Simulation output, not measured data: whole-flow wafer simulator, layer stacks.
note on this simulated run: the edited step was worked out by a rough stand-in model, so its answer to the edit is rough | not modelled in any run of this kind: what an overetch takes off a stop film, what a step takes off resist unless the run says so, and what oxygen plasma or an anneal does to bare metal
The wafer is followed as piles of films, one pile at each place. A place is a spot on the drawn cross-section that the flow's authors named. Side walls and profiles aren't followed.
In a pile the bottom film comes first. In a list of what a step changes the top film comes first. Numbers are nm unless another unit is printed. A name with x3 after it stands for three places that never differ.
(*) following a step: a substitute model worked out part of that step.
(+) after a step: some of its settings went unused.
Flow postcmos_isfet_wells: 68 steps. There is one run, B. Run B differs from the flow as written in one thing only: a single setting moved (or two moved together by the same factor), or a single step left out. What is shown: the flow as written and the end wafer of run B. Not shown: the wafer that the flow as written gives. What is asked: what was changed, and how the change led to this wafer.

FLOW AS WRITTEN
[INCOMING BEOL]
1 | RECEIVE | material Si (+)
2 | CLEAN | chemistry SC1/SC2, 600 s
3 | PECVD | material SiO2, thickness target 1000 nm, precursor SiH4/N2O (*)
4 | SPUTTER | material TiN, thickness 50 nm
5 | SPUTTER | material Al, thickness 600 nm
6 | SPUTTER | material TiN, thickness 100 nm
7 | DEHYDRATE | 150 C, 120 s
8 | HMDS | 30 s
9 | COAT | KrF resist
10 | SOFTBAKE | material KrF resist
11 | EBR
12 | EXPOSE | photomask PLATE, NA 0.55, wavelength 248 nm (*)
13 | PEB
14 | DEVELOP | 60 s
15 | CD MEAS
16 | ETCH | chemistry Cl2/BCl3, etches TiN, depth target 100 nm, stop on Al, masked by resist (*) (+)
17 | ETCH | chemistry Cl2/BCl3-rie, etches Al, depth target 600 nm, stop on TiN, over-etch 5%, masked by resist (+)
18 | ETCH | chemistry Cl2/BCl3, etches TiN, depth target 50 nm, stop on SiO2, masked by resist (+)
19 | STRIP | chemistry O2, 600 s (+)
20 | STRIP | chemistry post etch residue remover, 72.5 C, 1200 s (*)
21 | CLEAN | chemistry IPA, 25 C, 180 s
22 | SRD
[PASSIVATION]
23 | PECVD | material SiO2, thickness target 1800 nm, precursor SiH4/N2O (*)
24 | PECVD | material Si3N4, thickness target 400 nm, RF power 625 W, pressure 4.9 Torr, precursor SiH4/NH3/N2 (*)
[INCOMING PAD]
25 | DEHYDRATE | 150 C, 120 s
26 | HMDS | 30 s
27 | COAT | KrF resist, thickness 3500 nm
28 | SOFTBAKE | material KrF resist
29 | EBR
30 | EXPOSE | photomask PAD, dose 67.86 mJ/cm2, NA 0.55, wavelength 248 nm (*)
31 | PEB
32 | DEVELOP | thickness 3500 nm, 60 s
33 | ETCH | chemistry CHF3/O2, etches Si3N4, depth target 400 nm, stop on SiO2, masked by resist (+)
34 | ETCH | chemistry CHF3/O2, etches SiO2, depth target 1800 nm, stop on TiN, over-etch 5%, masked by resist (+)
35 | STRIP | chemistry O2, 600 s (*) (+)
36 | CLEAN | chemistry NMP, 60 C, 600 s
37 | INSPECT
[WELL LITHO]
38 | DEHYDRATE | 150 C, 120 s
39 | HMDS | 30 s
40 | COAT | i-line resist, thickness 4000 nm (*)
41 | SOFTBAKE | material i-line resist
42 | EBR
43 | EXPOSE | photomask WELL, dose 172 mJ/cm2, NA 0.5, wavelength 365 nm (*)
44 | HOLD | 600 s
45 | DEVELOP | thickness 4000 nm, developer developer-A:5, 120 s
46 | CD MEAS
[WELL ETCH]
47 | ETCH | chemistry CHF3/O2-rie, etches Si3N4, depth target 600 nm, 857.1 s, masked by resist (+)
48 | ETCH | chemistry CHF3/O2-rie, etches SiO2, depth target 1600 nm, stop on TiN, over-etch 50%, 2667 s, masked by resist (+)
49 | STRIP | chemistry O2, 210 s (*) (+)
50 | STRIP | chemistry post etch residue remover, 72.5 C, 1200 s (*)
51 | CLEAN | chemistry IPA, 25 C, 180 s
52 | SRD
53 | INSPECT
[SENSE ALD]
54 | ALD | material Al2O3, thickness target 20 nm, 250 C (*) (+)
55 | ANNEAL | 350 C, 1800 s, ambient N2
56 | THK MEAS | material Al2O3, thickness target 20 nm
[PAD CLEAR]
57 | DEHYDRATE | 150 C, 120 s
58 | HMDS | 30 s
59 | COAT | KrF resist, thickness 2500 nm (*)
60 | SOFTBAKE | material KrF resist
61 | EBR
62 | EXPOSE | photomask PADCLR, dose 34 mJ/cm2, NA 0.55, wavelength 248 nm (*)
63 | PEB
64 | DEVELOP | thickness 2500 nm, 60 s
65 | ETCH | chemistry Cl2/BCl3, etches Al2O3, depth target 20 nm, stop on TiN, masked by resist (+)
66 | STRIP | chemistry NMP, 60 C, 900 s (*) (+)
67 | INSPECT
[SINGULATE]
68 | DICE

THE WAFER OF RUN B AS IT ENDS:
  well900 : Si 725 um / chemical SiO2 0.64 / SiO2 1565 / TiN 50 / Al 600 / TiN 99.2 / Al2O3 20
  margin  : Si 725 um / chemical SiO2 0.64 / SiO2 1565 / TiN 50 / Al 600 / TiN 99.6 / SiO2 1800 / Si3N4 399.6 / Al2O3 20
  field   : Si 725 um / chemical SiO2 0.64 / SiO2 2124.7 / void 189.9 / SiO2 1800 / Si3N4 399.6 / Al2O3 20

The reason: step 3, PECVD: thickness target 1565 nm was run, while the flow as written has thickness target 1000 nm.
The wafer itself shows it: well900 has SiO2 1565, and step 3 as written asks for 1000 nm.

How this came from the change, step by step:
  3 | PECVD | material SiO2, thickness target 1000 nm, precursor SiH4/N2O (*)
      field, margin, well900, well1300 x3, pad_rim, pad_clr, pad_open: SiO2 gains 1565 (new film) (in the flow as written it would be: SiO2 gains 1000 (new film))
